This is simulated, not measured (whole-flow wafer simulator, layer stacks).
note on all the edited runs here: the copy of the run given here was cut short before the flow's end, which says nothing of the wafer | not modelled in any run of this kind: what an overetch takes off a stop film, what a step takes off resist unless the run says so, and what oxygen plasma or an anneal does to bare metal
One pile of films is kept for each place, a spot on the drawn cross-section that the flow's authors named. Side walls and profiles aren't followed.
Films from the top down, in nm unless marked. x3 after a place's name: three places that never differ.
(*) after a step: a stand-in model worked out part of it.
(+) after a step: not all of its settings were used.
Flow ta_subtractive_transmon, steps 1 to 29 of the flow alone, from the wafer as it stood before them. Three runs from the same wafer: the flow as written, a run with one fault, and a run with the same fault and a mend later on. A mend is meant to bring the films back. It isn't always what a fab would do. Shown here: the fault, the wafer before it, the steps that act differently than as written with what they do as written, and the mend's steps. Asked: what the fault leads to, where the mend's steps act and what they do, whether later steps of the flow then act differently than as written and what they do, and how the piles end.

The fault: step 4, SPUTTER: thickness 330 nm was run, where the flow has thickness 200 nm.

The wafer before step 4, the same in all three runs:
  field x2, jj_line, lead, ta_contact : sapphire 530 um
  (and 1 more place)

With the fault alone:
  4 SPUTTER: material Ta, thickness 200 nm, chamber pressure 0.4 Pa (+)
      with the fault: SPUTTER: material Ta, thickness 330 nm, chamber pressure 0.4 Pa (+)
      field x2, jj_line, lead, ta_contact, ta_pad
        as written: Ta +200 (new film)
        with the fault: Ta +330 (new film)
  Later steps of the flow that act differently than as written (3 more steps differ only slightly, by at most 2% or 0.5 nm, whichever is larger, and aren't shown):
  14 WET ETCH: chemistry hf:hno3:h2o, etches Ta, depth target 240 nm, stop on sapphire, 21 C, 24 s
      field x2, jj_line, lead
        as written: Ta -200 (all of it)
        with the fault: Ta -240
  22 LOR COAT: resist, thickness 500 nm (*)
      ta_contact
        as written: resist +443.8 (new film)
        with the fault: resist +433.7 (new film)
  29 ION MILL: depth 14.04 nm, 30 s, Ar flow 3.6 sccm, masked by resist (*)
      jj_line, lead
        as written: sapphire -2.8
        with the fault: Ta -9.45
  At the end the piles differ from the flow's by more than 2% or 0.5 nm, whichever is larger, at field x2, jj_line, lead, ta_contact, ta_pad.
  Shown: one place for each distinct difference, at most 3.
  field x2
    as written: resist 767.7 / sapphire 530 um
    with the fault: resist 767.7 / Ta 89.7 / sapphire 530 um
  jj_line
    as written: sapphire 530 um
    with the fault: Ta 80.3 / sapphire 530 um
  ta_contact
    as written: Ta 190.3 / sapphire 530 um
    with the fault: Ta 320.3 / sapphire 530 um

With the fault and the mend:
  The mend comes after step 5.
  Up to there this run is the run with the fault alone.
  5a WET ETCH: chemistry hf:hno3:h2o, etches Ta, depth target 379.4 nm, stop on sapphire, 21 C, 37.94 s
      field x2, jj_line, lead, ta_contact, ta_pad
        Ta -330 (all of it)
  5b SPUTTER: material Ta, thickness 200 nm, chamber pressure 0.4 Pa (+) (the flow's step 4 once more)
      field x2, jj_line, lead, ta_contact, ta_pad
        Ta +200 (new film)
  No later step of the flow acts differently than as written at any place that is followed.
  At the end the piles are the same as the flow's at every place that both follow.
